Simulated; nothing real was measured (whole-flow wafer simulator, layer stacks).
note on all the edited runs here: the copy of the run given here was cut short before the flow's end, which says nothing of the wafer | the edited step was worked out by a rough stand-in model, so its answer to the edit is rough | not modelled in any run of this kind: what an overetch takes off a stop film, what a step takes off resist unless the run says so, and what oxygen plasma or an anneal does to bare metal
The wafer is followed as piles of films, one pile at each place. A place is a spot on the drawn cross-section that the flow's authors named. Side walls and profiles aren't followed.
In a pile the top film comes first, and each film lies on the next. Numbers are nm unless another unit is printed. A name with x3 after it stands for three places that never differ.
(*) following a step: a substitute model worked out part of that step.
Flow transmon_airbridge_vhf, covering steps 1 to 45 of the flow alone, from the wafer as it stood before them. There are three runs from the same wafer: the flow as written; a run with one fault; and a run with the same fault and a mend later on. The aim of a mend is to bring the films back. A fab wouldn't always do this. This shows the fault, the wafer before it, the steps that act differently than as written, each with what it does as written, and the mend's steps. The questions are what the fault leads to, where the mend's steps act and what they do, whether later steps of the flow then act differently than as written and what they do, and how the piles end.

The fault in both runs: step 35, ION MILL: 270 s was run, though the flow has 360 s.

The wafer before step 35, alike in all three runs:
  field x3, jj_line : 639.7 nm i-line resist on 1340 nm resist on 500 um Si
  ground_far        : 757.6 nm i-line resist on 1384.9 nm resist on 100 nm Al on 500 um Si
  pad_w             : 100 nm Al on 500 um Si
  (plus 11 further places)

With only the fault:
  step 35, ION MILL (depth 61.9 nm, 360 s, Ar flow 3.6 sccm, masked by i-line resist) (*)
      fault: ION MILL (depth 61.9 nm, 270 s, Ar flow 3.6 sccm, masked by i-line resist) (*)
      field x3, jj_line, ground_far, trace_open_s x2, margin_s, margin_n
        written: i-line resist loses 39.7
        fault: i-line resist loses 29.8
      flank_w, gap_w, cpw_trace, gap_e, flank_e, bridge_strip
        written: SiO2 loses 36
        fault: SiO2 loses 27
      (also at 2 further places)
  Steps later in the flow that act otherwise than as written (3 other steps are not shown; they differ only slightly, by no more than 2% or 0.5 nm, whichever is larger):
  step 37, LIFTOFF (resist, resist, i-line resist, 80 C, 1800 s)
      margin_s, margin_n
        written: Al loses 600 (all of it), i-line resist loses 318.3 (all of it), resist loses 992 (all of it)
        fault: Al loses 600 (all of it), i-line resist loses 328.2 (all of it), resist loses 992 (all of it)
  By the end, the piles at pad_w, pad_e depart from the flow's by more than 2% or 0.5 nm, whichever is larger.
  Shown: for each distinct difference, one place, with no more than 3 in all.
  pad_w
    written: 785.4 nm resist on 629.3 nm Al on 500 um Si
    fault: 782.9 nm resist on 644.8 nm Al on 500 um Si

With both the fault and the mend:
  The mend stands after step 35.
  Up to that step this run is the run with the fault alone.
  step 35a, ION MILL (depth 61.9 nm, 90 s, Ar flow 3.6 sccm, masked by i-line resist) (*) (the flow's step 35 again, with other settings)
      field x3, jj_line, ground_far, trace_open_s x2, margin_s, margin_n
        i-line resist loses 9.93
      flank_w, gap_w, cpw_trace, gap_e, flank_e, bridge_strip
        SiO2 loses 8.99
      pad_w, pad_e
        Al loses 15.5
  Every later step of the flow that is run acts as written at every place that is followed.
  The piles end the same as the flow's at every place that both follow.
